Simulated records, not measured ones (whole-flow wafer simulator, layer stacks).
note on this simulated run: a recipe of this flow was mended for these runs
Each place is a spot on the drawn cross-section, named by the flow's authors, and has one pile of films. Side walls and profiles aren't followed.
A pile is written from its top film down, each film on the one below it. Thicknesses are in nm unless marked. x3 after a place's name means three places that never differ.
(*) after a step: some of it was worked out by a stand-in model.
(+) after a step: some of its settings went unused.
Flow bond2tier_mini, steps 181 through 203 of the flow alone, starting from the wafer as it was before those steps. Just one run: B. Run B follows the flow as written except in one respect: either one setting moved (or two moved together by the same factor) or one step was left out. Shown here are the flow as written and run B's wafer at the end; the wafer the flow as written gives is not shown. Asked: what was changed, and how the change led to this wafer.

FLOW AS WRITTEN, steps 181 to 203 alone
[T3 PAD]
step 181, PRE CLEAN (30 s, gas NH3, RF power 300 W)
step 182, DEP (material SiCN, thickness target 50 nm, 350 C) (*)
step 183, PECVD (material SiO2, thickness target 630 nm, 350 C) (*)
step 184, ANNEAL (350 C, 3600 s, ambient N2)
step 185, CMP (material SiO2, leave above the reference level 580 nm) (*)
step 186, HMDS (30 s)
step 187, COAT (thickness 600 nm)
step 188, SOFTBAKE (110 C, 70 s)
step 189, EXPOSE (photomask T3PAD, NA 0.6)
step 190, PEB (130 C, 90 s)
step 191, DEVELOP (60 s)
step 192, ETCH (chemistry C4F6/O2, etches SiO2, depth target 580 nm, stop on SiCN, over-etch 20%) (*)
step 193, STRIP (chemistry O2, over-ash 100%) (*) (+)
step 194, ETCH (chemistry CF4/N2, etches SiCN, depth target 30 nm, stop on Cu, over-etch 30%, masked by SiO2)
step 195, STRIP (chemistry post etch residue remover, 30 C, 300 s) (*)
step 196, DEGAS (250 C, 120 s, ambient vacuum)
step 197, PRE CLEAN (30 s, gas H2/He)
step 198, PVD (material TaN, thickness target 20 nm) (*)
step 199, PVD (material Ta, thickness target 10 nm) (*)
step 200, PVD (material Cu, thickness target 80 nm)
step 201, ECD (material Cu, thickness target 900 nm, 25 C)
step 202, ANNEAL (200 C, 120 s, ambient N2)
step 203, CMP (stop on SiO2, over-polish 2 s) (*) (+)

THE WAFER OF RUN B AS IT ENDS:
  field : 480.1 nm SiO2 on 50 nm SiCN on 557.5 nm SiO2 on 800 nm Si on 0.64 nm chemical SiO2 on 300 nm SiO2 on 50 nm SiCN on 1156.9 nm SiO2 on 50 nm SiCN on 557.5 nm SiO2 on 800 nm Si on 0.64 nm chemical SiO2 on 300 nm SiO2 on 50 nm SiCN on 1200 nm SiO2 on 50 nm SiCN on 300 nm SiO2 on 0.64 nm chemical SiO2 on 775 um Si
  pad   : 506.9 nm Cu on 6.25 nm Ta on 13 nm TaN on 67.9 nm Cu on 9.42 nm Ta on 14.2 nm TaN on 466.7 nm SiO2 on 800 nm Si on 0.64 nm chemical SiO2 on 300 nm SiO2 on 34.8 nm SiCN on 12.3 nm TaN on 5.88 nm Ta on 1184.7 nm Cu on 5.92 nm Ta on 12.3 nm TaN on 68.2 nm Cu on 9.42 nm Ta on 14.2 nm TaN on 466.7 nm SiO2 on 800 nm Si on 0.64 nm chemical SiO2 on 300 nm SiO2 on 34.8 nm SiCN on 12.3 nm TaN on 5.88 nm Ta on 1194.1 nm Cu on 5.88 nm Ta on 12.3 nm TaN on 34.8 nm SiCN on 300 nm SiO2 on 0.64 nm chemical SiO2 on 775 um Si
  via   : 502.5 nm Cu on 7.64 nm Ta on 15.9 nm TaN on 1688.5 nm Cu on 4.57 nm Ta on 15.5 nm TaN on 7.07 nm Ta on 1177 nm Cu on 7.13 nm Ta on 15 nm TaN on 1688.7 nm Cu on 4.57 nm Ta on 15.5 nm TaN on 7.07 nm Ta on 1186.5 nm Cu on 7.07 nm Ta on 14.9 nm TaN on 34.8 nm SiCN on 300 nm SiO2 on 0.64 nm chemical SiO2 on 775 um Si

What caused this: step 183, PECVD: thickness target 493.9 nm was run, while the flow as written has thickness target 630 nm.

How this came from the change, step by step:
  step 183, PECVD (material SiO2, thickness target 630 nm, 350 C) (*)
      field, pad, via: SiO2 gains 493.9 (new film) (in the flow as written it would be: SiO2 gains 630 (new film))
  step 185, CMP (material SiO2, leave above the reference level 580 nm) (*)
      pad, via: nothing (in the flow as written it would be: SiO2 loses 50)
      field: nothing (in the flow as written it would be: SiO2 loses 47.1)
  step 192, ETCH (chemistry C4F6/O2, etches SiO2, depth target 580 nm, stop on SiCN, over-etch 20%) (*)
      pad, via: SiO2 loses 493.9 (all of it), SiCN loses 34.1 (in the flow as written it would be: SiO2 loses 580 (all of it), SiCN loses 19.6)
      field: thick-KrF-resist loses 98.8 (in the flow as written it would be: thick-KrF-resist loses 116)
  step 193, STRIP (chemistry O2, over-ash 100%) (*) (+)
      field: thick-KrF-resist loses 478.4 (all of it) (in the flow as written it would be: thick-KrF-resist loses 459.9 (all of it))
  step 194, ETCH (chemistry CF4/N2, etches SiCN, depth target 30 nm, stop on Cu, over-etch 30%, masked by SiO2)
      pad, via: SiCN loses 15.9 (all of it), Cu loses 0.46 (in the flow as written it would be: SiCN loses 30.4 (all of it), Cu loses 0.17)
      field: SiO2 loses 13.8 (in the flow as written it would be: SiO2 loses 26)
  step 198, PVD (material TaN, thickness target 20 nm) (*)
      pad: TaN gains 13 (new film) (in the flow as written it would be: TaN gains 12.3 (new film))
      via: TaN gains 15.9 (new film) (in the flow as written it would be: TaN gains 15 (new film))
  step 199, PVD (material Ta, thickness target 10 nm) (*)
      via: Ta gains 7.64 (new film) (in the flow as written it would be: Ta gains 7.13 (new film))
  step 200, PVD (material Cu, thickness target 80 nm)
      pad: Cu gains 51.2 (new film) (in the flow as written it would be: Cu gains 48.7 (new film))
      via: Cu gains 63.2 (new film) (in the flow as written it would be: Cu gains 59.4 (new film))
  step 201, ECD (material Cu, thickness target 900 nm, 25 C)
      pad: Cu gains 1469 (in the flow as written it would be: Cu gains 1549)
      via: Cu gains 1452.6 (in the flow as written it would be: Cu gains 1534.4)
